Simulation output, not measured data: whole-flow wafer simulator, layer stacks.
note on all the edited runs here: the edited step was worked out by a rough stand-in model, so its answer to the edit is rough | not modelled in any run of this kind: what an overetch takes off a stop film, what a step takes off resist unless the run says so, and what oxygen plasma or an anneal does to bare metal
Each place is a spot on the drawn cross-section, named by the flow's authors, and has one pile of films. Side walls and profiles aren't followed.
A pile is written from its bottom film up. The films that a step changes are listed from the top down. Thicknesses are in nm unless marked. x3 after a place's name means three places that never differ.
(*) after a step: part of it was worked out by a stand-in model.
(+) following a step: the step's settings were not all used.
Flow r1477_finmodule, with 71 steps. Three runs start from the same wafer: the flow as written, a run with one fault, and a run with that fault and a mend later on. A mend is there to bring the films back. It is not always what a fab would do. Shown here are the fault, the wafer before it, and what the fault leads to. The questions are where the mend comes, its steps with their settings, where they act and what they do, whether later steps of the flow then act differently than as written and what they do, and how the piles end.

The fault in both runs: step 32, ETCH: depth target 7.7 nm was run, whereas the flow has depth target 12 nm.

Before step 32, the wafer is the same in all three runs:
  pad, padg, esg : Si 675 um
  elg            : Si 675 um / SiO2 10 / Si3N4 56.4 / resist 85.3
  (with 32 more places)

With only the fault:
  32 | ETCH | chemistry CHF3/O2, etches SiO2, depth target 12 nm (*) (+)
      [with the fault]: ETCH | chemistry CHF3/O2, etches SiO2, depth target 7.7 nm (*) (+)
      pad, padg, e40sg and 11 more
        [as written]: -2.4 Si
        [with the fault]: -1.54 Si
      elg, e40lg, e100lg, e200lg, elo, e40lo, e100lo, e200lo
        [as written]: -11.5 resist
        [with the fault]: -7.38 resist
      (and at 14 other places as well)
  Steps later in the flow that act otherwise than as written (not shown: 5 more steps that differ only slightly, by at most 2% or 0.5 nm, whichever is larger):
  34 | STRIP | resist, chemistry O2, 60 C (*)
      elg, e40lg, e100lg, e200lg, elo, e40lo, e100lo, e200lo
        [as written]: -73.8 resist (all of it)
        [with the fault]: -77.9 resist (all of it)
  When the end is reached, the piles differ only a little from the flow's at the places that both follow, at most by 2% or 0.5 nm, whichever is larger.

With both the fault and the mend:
  The mend follows step 32.
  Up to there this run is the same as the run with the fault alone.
  32a | ETCH | chemistry CHF3/O2, etches SiO2, depth target 4.3 nm (*) (the flow's step 32, run once more with other settings)
      pad, padg, e40sg and 11 more
        -0.86 Si
      elg, e40lg, e100lg, e200lg, elo, e40lo, e100lo, e200lo
        -4.12 resist
      s40sg_line, s45sg_line, s50sg_line, s40so_line, s45so_line, s50so_line
        -4.3 SiO2
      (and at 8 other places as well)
  Every later step of the flow that is run acts as written, at every place that is followed, to within 2% or 0.5 nm, whichever is larger.
  When the end is reached, the piles differ only a little from the flow's at the places that both follow, at most by 2% or 0.5 nm, whichever is larger.
